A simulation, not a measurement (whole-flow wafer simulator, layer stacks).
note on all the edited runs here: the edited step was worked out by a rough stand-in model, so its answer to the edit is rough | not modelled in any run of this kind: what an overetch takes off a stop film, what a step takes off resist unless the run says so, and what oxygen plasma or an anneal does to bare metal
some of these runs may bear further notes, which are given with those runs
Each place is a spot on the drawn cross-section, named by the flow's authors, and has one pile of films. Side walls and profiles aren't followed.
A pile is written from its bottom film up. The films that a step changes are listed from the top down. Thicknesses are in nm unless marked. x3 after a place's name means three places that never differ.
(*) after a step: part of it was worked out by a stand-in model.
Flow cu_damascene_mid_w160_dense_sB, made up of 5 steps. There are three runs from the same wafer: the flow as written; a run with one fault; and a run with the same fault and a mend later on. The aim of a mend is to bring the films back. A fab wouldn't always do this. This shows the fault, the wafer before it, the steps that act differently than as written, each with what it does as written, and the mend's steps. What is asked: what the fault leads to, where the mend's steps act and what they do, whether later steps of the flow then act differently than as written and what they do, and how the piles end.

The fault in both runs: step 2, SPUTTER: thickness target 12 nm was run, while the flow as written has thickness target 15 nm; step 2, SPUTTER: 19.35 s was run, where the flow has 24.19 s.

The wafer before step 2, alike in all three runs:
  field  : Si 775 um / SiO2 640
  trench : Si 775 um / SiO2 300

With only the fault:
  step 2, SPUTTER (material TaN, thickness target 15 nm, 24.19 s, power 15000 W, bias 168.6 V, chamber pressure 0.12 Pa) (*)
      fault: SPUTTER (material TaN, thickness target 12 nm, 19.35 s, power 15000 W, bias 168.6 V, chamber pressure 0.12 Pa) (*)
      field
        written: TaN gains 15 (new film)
        fault: TaN gains 12 (new film)
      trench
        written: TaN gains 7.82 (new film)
        fault: TaN gains 6.25 (new film)
  Later steps of the flow that are run all act as written at every place that is followed, up to a difference of at most 2% or 0.5 nm, whichever is larger.
  The piles end different from the flow's at field, trench by more than 2% or 0.5 nm, whichever is larger.
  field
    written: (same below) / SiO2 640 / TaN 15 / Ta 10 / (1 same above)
    fault: (same below) / SiO2 640 / TaN 12 / Ta 10 / (1 same above)
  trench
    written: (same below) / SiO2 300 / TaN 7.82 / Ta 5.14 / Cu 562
    fault: (same below) / SiO2 300 / TaN 6.25 / Ta 5.17 / Cu 560.6

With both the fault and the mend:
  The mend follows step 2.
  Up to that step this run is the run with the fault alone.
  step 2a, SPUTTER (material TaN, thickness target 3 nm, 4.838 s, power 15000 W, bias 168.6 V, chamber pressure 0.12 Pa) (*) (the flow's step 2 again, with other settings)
      field
        TaN gains 3
      trench
        TaN gains 1.52
  Later steps of the flow that are run all act as written at every place that is followed, up to a difference of at most 2% or 0.5 nm, whichever is larger.
  At the end the piles are close to the flow's at the places that both follow, differing by at most 2% or 0.5 nm, whichever is larger.
